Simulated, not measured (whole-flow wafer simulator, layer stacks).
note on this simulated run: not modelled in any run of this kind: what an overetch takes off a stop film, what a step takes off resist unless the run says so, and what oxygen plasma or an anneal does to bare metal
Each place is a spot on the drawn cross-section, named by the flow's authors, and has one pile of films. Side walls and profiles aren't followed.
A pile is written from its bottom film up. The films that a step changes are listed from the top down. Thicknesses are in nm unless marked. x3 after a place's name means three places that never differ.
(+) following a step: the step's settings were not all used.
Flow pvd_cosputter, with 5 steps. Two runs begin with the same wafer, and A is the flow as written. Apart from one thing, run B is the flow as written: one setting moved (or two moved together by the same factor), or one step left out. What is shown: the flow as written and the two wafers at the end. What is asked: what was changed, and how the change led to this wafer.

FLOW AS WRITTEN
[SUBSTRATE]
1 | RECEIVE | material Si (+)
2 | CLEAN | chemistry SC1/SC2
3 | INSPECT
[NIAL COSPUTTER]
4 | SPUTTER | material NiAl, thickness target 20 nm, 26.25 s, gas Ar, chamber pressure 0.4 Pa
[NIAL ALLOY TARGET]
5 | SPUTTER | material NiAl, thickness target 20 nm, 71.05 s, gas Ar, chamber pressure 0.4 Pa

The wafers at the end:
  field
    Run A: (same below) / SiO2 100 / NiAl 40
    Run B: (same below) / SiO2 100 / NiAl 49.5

Cause: step 5, SPUTTER: thickness target 29.5 nm was run, whereas the flow has thickness target 20 nm.

Step by step, how the change led to this:
  5 | SPUTTER | material NiAl, thickness target 20 nm, 71.05 s, gas Ar, chamber pressure 0.4 Pa
      field: A +20 NiAl | B +29.5 NiAl
